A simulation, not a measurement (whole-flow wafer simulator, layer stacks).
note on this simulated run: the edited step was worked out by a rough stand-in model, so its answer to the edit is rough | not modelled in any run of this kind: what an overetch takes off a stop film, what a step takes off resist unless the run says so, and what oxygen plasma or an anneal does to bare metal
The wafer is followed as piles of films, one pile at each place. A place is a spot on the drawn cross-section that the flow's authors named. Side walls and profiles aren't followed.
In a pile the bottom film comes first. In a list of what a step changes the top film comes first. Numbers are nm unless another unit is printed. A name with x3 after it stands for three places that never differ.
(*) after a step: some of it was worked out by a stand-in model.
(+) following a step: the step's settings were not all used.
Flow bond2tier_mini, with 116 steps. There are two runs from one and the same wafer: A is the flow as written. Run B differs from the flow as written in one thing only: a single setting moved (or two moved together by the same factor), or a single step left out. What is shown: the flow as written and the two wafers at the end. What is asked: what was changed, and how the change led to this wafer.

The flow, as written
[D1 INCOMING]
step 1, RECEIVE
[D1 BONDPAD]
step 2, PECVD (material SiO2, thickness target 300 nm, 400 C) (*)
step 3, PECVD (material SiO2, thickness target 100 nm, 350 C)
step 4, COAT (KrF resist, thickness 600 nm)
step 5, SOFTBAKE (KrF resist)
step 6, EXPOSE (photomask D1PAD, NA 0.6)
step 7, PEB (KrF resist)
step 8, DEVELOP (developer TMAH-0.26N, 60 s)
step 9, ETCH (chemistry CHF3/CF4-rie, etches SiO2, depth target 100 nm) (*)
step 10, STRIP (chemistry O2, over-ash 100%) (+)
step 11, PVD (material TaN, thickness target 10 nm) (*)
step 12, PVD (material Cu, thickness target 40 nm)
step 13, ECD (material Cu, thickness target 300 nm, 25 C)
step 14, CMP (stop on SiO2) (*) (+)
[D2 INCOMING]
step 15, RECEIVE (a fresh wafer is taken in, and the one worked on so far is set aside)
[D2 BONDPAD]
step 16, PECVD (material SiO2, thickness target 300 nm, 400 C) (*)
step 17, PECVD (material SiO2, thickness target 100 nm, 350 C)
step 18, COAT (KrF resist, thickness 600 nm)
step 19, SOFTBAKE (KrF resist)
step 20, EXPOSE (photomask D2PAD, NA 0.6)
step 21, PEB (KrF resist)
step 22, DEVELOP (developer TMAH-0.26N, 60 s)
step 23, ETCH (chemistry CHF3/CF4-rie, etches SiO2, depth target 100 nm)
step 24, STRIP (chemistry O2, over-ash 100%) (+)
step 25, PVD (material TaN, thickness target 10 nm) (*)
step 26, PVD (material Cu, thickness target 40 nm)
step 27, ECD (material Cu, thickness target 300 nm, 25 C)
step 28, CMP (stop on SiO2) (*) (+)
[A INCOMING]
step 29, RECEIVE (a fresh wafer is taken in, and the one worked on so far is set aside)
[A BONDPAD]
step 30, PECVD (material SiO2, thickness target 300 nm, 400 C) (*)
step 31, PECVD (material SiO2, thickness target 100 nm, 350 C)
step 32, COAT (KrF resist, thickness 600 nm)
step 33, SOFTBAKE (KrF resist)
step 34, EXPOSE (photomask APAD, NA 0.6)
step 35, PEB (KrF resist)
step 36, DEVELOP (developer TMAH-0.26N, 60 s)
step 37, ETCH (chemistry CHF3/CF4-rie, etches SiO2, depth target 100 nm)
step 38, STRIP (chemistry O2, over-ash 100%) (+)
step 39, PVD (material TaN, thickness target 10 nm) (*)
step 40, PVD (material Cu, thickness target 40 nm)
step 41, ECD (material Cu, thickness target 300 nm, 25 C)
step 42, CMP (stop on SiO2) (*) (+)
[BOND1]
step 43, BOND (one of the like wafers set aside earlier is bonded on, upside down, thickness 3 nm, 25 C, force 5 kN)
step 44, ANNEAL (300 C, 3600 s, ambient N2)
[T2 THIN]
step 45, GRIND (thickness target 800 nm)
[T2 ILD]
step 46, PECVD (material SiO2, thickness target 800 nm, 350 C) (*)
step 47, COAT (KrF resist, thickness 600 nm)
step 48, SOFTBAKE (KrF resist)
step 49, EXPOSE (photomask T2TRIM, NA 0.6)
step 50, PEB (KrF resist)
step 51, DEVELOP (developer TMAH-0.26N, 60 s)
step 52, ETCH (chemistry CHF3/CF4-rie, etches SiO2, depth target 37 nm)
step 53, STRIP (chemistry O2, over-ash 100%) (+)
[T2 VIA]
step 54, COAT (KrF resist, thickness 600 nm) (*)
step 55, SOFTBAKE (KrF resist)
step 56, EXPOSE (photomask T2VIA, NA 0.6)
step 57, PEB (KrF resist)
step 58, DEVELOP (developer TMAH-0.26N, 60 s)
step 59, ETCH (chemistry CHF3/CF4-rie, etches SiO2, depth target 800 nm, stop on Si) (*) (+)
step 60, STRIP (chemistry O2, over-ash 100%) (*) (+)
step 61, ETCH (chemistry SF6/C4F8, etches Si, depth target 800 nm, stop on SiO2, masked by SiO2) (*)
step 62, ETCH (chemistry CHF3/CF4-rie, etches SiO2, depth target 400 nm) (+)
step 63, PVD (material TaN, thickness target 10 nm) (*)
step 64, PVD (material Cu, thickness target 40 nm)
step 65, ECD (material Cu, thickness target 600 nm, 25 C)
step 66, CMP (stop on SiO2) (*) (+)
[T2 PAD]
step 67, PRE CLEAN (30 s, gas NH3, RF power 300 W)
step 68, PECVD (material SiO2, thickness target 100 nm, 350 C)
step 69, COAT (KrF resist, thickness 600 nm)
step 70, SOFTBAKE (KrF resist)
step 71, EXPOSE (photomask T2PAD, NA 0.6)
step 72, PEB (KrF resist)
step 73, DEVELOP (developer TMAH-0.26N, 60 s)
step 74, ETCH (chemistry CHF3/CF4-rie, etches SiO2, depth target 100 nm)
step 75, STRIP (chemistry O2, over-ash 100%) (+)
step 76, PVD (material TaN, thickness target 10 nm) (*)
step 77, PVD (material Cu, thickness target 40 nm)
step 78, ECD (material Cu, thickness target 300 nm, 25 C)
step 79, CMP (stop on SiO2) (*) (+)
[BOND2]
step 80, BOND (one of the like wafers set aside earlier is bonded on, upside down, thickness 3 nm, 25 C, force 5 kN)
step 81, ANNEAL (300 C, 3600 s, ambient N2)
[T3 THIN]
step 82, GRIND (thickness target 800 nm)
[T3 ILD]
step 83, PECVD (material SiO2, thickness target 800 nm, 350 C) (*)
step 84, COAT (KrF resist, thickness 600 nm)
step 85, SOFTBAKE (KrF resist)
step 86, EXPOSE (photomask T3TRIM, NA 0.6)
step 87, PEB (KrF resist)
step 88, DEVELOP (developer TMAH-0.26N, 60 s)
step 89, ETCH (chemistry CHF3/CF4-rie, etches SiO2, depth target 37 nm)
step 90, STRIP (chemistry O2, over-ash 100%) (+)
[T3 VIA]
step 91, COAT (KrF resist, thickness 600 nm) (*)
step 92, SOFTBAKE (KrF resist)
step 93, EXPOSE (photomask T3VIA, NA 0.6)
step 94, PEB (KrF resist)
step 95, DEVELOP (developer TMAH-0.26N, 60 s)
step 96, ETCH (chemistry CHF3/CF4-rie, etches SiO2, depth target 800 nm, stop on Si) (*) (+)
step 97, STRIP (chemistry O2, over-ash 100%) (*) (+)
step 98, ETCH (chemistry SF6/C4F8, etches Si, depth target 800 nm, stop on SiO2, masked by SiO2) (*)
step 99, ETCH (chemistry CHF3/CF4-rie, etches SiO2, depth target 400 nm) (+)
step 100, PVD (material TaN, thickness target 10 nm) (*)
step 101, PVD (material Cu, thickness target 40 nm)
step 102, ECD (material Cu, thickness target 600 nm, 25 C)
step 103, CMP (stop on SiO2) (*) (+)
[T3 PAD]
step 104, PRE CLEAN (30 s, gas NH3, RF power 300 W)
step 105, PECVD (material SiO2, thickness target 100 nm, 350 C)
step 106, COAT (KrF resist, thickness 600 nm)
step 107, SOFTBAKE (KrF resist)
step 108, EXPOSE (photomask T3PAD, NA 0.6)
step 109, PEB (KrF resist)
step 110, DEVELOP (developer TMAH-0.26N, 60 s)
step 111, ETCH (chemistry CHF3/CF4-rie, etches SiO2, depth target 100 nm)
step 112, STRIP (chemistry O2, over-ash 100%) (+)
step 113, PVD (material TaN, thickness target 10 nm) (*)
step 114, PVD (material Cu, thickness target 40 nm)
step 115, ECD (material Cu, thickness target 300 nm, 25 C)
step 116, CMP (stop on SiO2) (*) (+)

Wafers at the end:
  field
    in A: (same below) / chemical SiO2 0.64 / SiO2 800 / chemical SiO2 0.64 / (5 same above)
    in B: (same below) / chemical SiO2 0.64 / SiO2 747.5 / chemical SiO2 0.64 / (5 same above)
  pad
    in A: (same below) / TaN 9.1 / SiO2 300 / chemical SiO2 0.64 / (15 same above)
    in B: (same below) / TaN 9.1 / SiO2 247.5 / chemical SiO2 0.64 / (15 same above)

What caused this: step 2, PECVD: thickness target 247.5 nm was run, while the flow as written has thickness target 300 nm.
The wafer lets one read it off: pad has SiO2 247.5, and step 2 as written asks for 300 nm.

The path from the change to this, step by step:
  step 2, PECVD (material SiO2, thickness target 300 nm, 400 C) (*)
      field, pad, via: A SiO2 gains 300 (new film) | B SiO2 gains 247.5 (new film)
  step 43, BOND (one of the like wafers set aside earlier is bonded on, upside down, thickness 3 nm, 25 C, force 5 kN)
      field: A Si gains 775 um (new film), chemical SiO2 gains 0.64 (new film), SiO2 gains 400 | B Si gains 775 um (new film), chemical SiO2 gains 0.64 (new film), SiO2 gains 347.5
      pad: A Si gains 775 um (new film), chemical SiO2 gains 0.64 (new film), SiO2 gains 300 (new film), TaN gains 9.1 (new film), Cu gains 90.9 | B Si gains 775 um (new film), chemical SiO2 gains 0.64 (new film), SiO2 gains 247.5 (new film), TaN gains 9.1 (new film), Cu gains 90.9
      (as well as at 1 more place)
